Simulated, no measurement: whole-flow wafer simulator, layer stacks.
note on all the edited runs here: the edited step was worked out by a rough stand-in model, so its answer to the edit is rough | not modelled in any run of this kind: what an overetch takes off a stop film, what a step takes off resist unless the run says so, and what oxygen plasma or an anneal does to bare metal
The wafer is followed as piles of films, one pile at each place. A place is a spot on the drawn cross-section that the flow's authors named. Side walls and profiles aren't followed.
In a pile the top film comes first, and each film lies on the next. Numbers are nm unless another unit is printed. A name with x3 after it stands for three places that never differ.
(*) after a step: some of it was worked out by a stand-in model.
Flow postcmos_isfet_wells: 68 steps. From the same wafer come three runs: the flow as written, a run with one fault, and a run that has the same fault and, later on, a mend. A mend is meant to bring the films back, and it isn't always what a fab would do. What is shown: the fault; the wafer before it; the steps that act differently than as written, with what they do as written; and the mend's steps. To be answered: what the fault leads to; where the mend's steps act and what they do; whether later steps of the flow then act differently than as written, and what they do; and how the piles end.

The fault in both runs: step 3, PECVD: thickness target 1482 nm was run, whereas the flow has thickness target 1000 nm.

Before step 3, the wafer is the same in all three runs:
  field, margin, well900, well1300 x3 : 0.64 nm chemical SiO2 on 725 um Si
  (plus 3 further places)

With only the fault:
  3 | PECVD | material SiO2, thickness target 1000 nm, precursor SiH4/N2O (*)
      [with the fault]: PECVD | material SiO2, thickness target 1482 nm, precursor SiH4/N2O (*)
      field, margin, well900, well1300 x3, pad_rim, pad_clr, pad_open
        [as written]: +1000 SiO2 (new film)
        [with the fault]: +1482 SiO2 (new film)
  Every later step of the flow that is run acts as written at every place that is followed.
  At field, margin, well900, well1300 x3, pad_rim, pad_clr, pad_open, the piles at the end differ from the flow's by more than 2% or 0.5 nm, whichever is larger.
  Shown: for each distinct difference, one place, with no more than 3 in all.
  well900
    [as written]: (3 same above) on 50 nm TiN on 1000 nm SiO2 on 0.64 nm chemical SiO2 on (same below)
    [with the fault]: (3 same above) on 50 nm TiN on 1482 nm SiO2 on 0.64 nm chemical SiO2 on (same below)
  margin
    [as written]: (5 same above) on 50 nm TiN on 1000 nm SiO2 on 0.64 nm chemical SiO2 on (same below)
    [with the fault]: (5 same above) on 50 nm TiN on 1482 nm SiO2 on 0.64 nm chemical SiO2 on (same below)
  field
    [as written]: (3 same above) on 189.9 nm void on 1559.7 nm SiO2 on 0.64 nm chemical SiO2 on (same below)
    [with the fault]: (3 same above) on 189.9 nm void on 2041.7 nm SiO2 on 0.64 nm chemical SiO2 on (same below)

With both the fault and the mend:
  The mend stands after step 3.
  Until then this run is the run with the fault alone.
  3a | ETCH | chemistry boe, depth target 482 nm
      field, margin, well900, well1300 x3, pad_rim, pad_clr, pad_open
        -482 SiO2
  Every later step of the flow that is run acts as written at every place that is followed.
  The piles end the same as the flow's at every place that both follow.
